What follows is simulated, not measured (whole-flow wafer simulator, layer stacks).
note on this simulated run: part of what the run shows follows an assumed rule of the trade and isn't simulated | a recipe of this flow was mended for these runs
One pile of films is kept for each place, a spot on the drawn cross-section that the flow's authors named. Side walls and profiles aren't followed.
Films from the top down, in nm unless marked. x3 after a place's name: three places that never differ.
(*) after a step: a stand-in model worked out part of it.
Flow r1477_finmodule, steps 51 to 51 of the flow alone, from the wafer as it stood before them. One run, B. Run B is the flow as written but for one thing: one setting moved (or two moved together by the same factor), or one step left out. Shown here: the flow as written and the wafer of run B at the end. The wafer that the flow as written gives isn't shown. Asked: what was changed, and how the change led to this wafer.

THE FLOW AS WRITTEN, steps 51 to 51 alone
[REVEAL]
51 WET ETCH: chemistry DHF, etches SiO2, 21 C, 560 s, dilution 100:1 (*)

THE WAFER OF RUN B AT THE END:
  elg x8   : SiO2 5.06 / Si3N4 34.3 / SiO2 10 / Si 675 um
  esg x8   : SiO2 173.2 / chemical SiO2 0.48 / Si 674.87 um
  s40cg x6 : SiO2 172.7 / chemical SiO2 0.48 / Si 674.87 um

The cause: step 51, WET ETCH: 343 s was run, where the flow has 560 s.

How the change led to this, step by step:
  51 WET ETCH: chemistry DHF, etches SiO2, 21 C, 560 s, dilution 100:1 (*)
      elg x8: SiO2 -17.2 (as written it would be: SiO2 -22.3 (all of it), Si3N4 -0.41)
      esg x8, s40cg x6, s40sg x6: SiO2 -17.2 (as written it would be: SiO2 -28.1)
      (and at 8 more places)
